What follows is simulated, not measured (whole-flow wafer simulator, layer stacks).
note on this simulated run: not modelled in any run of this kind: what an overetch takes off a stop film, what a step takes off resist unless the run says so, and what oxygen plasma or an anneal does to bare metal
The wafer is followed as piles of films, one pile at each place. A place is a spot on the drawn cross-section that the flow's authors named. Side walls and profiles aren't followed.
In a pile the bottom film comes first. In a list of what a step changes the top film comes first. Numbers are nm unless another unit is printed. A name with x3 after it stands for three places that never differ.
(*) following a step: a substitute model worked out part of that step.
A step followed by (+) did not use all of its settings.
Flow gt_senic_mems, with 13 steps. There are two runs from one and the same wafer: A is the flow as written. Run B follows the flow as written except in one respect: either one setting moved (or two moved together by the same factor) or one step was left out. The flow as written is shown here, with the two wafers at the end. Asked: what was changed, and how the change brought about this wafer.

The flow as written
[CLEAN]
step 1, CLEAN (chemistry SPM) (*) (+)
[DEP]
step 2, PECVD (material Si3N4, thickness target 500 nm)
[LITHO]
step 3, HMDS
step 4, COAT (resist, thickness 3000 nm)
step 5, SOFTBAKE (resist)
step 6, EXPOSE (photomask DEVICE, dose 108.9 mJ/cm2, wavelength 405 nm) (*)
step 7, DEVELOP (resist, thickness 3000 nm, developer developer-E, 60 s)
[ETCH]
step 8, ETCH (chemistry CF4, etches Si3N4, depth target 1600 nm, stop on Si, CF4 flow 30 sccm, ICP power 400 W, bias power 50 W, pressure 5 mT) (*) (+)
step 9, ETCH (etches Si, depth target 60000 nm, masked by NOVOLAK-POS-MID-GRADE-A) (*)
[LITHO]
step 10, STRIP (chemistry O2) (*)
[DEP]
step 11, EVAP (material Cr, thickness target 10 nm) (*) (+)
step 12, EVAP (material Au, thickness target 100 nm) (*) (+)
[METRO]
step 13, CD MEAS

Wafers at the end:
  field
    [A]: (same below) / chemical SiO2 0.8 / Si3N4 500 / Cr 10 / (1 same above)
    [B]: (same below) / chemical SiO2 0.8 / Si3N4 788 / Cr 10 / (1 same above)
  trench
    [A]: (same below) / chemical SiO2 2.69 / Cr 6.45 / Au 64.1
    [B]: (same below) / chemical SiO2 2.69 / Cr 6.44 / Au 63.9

The reason: step 2, PECVD: thickness target 788 nm was run, though the flow has thickness target 500 nm.
The wafer itself shows it: field has Si3N4 788, and step 2 as written asks for 500 nm.

How this came from the change, step by step:
  step 2, PECVD (material Si3N4, thickness target 500 nm)
      field, trench: A +500 Si3N4 (new film) | B +788 Si3N4 (new film)
  step 8, ETCH (chemistry CF4, etches Si3N4, depth target 1600 nm, stop on Si, CF4 flow 30 sccm, ICP power 400 W, bias power 50 W, pressure 5 mT) (*) (+)
      field: A -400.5 resist | B -592.5 resist
      trench: A -500 Si3N4 (all of it), -0.8 chemical SiO2 (all of it) | B -788 Si3N4 (all of it), -0.8 chemical SiO2 (all of it)
  step 10, STRIP (chemistry O2) (*)
      field: A -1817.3 resist (all of it) | B -1625.3 resist (all of it)
